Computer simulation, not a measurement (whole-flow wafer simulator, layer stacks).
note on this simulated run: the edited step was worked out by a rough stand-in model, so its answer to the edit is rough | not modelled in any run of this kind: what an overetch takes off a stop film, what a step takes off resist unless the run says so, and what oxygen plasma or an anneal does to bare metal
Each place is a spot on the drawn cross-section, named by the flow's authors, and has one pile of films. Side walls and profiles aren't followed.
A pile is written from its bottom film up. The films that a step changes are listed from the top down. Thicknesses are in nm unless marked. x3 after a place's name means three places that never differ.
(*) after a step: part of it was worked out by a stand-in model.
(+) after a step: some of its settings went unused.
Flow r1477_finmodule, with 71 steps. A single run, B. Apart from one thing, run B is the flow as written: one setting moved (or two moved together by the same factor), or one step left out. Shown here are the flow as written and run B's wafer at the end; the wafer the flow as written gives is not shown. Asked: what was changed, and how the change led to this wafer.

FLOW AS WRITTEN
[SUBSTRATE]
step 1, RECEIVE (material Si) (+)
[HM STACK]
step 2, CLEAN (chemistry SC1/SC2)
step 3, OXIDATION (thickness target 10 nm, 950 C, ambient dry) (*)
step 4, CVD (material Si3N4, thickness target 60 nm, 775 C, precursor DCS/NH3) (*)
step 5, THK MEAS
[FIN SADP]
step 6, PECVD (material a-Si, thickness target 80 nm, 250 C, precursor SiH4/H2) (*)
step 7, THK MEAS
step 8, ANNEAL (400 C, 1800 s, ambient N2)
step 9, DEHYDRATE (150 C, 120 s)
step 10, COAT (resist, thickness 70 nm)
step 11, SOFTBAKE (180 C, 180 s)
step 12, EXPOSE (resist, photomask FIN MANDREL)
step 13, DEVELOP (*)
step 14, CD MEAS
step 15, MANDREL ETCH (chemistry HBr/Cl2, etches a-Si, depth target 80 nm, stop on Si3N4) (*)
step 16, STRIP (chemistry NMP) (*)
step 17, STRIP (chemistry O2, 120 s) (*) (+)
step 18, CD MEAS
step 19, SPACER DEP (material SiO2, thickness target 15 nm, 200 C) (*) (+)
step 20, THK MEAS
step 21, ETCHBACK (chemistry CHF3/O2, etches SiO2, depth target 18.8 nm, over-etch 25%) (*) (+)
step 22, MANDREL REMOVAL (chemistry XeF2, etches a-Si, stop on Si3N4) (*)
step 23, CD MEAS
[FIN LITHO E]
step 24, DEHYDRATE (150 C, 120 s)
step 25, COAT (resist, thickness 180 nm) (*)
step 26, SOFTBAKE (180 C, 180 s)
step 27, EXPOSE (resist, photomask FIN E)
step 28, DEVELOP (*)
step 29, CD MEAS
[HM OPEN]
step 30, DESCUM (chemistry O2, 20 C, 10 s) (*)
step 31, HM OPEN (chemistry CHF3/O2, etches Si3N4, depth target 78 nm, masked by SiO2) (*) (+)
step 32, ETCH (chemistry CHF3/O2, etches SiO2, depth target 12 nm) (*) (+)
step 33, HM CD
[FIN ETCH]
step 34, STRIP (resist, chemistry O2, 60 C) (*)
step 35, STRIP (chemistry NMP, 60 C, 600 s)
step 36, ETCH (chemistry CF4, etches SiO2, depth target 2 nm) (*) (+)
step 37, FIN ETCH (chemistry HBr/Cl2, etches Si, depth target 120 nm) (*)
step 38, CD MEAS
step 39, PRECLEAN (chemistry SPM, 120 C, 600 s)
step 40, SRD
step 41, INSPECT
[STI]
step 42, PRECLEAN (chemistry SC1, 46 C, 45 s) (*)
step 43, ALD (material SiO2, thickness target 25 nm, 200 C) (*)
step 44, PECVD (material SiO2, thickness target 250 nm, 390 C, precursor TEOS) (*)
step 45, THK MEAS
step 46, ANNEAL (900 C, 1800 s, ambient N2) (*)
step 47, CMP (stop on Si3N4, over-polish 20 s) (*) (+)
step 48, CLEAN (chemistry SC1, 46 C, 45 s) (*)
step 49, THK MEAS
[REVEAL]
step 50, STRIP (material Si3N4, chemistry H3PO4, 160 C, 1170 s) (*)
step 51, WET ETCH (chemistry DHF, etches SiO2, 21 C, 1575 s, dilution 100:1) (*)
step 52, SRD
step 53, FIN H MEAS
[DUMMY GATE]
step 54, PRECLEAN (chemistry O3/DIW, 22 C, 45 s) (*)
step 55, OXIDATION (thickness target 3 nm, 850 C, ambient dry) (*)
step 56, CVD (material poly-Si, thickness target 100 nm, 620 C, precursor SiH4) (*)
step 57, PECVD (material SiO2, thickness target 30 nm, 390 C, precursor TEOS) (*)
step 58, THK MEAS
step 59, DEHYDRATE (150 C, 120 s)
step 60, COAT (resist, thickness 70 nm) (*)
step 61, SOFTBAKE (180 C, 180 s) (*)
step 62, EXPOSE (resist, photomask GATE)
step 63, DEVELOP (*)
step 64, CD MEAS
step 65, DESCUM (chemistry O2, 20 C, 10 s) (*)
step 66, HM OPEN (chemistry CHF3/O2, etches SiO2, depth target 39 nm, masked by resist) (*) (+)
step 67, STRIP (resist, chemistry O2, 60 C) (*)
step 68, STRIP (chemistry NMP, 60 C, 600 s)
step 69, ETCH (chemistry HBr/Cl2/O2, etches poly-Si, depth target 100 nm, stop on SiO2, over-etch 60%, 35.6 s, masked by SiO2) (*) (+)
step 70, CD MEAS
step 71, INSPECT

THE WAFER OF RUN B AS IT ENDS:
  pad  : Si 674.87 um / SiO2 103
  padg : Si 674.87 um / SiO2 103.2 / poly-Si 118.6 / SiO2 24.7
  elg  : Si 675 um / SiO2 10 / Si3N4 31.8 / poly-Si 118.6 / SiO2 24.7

What caused this: step 56, CVD: thickness target 118.6 nm was run, while the flow as written has thickness target 100 nm.
The wafer lets one read it off: padg has poly-Si 118.6, and step 56 as written asks for 100 nm.

The path from the change to this, step by step:
  step 56, CVD (material poly-Si, thickness target 100 nm, 620 C, precursor SiH4) (*)
      pad, padg, elg and 26 more: poly-Si gains 118.6 (new film) (as written it would have been: poly-Si gains 100 (new film))
      s40cg, s40co: poly-Si gains 132.8 (new film) (as written it would have been: poly-Si gains 113.9 (new film))
      (also at 5 further places)
  step 69, ETCH (chemistry HBr/Cl2/O2, etches poly-Si, depth target 100 nm, stop on SiO2, over-etch 60%, 35.6 s, masked by SiO2) (*) (+)
      elo, e40lo, e100lo, e200lo: chemical SiO2 loses 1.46 (all of it), poly-Si loses 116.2 (all of it) (as written it would have been: chemical SiO2 loses 1.46 (all of it), poly-Si loses 97.6 (all of it), Si3N4 loses 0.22)
      pad, eso, e40so and 8 more: chemical SiO2 loses 1.46 (all of it), poly-Si loses 116.2 (all of it), SiO2 loses 0.22 (as written it would have been: chemical SiO2 loses 1.46 (all of it), poly-Si loses 97.6 (all of it), SiO2 loses 0.42)
      (also at 3 further places)
